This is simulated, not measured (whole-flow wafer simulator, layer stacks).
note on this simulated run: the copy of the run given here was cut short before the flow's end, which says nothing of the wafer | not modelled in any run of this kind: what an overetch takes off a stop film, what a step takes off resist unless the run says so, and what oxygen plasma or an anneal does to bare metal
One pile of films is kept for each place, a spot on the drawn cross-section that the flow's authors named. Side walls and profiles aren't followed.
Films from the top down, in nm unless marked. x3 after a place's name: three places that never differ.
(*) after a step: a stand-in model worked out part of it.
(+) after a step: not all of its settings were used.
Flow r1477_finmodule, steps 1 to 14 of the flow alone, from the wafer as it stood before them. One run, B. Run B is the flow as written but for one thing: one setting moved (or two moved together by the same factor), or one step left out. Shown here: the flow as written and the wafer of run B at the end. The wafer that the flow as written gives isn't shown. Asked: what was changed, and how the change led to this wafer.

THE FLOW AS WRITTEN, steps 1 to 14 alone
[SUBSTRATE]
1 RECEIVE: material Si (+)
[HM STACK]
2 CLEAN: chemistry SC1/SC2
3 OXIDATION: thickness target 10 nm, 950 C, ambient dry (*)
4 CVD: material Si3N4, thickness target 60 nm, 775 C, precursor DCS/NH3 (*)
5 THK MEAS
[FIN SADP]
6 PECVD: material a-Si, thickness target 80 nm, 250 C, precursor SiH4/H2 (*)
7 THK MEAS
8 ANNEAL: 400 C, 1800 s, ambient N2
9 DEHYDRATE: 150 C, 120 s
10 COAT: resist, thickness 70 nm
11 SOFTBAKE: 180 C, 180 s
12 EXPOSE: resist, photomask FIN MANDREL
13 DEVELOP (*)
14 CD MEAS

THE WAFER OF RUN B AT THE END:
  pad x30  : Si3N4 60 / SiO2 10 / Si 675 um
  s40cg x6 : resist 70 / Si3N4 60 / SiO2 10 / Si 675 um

The cause: step 6, PECVD: material a-Si, thickness target 80 nm, 250 C, precursor SiH4/H2 (*), was left out.

How the change led to this, step by step:
  (no step that both runs have acts differently)
